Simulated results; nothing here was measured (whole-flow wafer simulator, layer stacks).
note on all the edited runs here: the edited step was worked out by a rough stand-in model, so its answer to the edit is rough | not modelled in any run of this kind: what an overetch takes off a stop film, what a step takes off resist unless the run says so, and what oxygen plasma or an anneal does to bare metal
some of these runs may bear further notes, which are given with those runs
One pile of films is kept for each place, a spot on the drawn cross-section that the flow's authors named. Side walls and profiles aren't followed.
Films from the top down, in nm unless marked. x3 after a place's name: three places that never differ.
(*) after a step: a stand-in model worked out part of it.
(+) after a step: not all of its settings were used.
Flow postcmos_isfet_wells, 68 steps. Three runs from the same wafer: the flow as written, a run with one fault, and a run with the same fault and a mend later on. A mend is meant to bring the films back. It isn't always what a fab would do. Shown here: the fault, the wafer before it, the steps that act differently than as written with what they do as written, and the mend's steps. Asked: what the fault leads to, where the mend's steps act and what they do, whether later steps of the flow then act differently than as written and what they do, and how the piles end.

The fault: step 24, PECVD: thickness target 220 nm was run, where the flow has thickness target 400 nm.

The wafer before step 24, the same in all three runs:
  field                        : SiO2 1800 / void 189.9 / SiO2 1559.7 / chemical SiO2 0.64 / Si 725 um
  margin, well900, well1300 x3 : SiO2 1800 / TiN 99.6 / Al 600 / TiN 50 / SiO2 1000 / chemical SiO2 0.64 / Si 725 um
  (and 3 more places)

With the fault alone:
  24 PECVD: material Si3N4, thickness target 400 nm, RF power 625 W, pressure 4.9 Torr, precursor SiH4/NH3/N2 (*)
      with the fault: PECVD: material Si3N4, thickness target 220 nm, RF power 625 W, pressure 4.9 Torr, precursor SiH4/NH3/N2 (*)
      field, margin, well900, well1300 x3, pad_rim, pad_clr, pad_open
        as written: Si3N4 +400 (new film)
        with the fault: Si3N4 +220 (new film)
  Later steps of the flow that act differently than as written (2 more steps differ only slightly, by at most 2% or 0.5 nm, whichever is larger, and aren't shown):
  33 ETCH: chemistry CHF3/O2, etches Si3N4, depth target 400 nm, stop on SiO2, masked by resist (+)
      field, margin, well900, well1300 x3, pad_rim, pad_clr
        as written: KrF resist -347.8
        with the fault: KrF resist -287
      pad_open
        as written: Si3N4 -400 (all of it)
        with the fault: Si3N4 -220 (all of it)
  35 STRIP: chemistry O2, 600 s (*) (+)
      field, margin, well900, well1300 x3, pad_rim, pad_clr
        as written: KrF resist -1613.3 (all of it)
        with the fault: KrF resist -1674.2 (all of it)
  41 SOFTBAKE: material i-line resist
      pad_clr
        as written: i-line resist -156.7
        with the fault: i-line resist -138.8
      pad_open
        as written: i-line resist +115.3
        with the fault: i-line resist +107.3
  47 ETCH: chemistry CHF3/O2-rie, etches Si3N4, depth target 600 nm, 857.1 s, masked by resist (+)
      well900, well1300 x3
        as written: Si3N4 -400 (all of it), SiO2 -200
        with the fault: Si3N4 -220 (all of it), SiO2 -380
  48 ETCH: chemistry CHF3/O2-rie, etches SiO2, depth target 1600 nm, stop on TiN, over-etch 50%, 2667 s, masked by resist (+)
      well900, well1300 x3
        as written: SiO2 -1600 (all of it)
        with the fault: SiO2 -1420 (all of it)
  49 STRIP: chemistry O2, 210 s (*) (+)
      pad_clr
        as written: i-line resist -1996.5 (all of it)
        with the fault: i-line resist -2070.6 (all of it)
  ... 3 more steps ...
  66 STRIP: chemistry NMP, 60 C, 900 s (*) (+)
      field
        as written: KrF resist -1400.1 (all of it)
        with the fault: KrF resist -1485.5 (all of it)
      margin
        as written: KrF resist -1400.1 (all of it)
        with the fault: KrF resist -1485.4 (all of it)
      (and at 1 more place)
  At the end the piles differ from the flow's by more than 2% or 0.5 nm, whichever is larger, at field, margin, pad_rim, pad_clr.
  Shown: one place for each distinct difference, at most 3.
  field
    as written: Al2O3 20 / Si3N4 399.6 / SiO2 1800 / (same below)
    with the fault: Al2O3 20 / Si3N4 219.6 / SiO2 1800 / (same below)
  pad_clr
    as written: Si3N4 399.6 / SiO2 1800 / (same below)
    with the fault: Si3N4 219.6 / SiO2 1800 / (same below)

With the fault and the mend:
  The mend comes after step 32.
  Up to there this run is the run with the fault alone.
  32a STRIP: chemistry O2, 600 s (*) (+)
      field, margin, well900, well1300 x3, pad_rim, pad_clr
        KrF resist -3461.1 (all of it)
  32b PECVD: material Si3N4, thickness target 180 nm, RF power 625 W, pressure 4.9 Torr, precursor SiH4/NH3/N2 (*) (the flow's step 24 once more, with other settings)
      field, margin, well900, well1300 x3, pad_rim, pad_clr, pad_open
        Si3N4 +180
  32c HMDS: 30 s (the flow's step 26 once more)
      changes no film at any place that is followed
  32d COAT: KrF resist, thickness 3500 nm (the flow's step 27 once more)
      field, margin, well900, well1300 x3, pad_rim, pad_clr, pad_open
        KrF resist +3500 (new film)
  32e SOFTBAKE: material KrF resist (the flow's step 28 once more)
      changes no film at any place that is followed
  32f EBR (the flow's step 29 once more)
      changes no film at any place that is followed
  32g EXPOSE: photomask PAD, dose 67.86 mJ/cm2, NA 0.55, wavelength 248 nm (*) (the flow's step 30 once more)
      changes no film at any place that is followed
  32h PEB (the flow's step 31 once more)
      field, margin, well900, well1300 x3, pad_rim, pad_clr, pad_open
        KrF resist -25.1
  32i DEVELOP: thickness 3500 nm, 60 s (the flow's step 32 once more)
      field, margin, well900, well1300 x3, pad_rim, pad_clr
        KrF resist -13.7
      pad_open
        KrF resist -3474.9 (all of it)
  No later step of the flow acts differently than as written at any place that is followed.
  At the end the piles are the same as the flow's at every place that both follow.
